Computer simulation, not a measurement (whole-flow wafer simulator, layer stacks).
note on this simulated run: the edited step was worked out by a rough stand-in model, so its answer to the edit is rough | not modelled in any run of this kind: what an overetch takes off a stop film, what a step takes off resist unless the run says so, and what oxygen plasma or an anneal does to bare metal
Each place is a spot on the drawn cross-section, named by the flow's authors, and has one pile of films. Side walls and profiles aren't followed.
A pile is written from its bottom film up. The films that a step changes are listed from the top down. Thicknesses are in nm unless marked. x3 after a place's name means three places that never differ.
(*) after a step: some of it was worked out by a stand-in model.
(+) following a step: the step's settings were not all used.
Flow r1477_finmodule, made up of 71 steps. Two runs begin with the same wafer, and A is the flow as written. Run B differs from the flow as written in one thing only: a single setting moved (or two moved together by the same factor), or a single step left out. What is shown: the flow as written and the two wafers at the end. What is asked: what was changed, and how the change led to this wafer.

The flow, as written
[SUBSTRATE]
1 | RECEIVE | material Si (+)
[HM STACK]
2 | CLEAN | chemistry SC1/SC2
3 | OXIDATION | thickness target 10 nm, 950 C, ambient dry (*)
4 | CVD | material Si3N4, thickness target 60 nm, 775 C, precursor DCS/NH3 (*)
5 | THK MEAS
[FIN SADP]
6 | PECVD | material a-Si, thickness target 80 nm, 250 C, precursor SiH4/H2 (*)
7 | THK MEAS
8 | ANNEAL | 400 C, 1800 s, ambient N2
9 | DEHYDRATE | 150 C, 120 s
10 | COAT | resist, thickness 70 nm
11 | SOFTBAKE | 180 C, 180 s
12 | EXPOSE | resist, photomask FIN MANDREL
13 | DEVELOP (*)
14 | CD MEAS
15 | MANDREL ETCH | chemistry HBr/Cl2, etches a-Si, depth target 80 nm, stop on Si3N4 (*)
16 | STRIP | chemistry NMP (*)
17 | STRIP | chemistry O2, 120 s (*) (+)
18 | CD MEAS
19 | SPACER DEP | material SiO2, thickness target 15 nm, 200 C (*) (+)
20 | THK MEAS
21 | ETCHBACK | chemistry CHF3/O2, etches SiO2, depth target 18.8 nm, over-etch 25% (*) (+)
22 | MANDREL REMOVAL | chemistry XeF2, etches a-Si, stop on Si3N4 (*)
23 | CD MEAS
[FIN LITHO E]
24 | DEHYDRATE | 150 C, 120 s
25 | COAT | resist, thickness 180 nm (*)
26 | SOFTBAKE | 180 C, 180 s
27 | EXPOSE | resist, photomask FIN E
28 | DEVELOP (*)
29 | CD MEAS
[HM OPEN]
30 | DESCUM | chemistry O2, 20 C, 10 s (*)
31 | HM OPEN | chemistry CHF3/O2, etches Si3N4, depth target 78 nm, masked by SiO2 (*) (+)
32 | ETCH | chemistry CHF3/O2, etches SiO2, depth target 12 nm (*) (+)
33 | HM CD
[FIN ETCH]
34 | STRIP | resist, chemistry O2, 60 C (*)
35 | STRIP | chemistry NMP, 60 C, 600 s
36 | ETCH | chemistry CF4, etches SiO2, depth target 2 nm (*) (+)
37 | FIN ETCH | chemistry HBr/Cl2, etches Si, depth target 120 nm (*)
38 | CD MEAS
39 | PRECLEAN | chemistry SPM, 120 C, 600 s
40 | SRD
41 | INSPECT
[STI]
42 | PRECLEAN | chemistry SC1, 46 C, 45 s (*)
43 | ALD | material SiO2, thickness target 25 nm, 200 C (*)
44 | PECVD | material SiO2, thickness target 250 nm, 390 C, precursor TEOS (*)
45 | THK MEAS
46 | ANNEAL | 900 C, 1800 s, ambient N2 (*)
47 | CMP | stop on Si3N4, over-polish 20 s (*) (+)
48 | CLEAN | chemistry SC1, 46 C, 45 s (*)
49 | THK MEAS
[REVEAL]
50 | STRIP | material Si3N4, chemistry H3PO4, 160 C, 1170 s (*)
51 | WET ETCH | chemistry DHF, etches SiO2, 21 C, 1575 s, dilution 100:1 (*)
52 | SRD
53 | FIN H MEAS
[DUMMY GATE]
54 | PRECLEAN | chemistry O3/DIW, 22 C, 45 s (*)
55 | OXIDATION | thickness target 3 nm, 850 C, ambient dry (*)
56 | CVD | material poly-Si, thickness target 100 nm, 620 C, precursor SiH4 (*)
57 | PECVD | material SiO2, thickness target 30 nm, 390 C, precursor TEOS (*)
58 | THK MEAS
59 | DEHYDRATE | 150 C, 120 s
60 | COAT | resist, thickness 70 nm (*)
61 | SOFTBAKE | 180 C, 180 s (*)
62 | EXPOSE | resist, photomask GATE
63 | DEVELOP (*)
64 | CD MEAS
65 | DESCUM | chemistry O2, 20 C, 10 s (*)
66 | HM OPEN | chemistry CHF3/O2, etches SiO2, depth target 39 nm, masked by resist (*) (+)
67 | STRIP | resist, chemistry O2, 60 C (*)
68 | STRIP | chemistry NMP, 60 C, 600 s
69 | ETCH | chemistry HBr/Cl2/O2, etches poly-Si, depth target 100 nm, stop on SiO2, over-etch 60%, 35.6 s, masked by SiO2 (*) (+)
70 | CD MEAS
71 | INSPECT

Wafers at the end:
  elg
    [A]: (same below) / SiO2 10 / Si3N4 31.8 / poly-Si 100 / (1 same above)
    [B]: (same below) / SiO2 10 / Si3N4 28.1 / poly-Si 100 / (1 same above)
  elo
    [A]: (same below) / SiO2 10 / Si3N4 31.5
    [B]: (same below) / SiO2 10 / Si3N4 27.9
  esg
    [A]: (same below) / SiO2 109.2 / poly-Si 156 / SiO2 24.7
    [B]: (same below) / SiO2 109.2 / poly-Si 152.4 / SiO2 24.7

Cause: step 21, ETCHBACK: depth target 23 nm was run, though the flow has depth target 18.8 nm.

The path from the change to this, step by step:
  21 | ETCHBACK | chemistry CHF3/O2, etches SiO2, depth target 18.8 nm, over-etch 25% (*) (+)
      pad, padg, elg and 21 more: A SiO2 loses 15 (all of it), Si3N4 loses 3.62 | B SiO2 loses 15 (all of it), Si3N4 loses 7.62
      s40cg, s45cg, s50cg, s40co, s45co, s50co: A SiO2 loses 15.4 (all of it), a-Si loses 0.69 | B SiO2 loses 15.4 (all of it), a-Si loses 1.53
      (and at 6 other places as well)
  31 | HM OPEN | chemistry CHF3/O2, etches Si3N4, depth target 78 nm, masked by SiO2 (*) (+)
      pad, padg, esg and 13 more: A Si3N4 loses 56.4 (all of it), SiO2 loses 10 (all of it) | B Si3N4 loses 52.4 (all of it), SiO2 loses 10 (all of it)
  43 | ALD | material SiO2, thickness target 25 nm, 200 C (*)
      esg: A SiO2 gains 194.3 (new film) | B SiO2 gains 190.3 (new film)
  51 | WET ETCH | chemistry DHF, etches SiO2, 21 C, 1575 s, dilution 100:1 (*)
      elg, e40lg, e100lg, e200lg, elo, e40lo, e100lo, e200lo: A SiO2 loses 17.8 (all of it), Si3N4 loses 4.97 | B SiO2 loses 21.8 (all of it), Si3N4 loses 4.64
  56 | CVD | material poly-Si, thickness target 100 nm, 620 C, precursor SiH4 (*)
      esg: A poly-Si gains 156 (new film) | B poly-Si gains 152.4 (new film)
  60 | COAT | resist, thickness 70 nm (*)
      e40sg, eso, e40so: A resist gains 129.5 (new film) | B resist gains 126 (new film)
      e100sg, e100so: A resist gains 129.4 (new film) | B resist gains 125.9 (new film)
      (and at 2 other places as well)
  63 | DEVELOP (*)
      eso, e40so: A resist loses 129.5 (all of it) | B resist loses 126 (all of it)
      e100so: A resist loses 129.4 (all of it) | B resist loses 125.9 (all of it)
      (and at 1 other place as well)
  67 | STRIP | resist, chemistry O2, 60 C (*)
      e40sg: A resist loses 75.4 (all of it) | B resist loses 71.9 (all of it)
      e100sg: A resist loses 75.3 (all of it) | B resist loses 71.8 (all of it)
      (and at 1 other place as well)
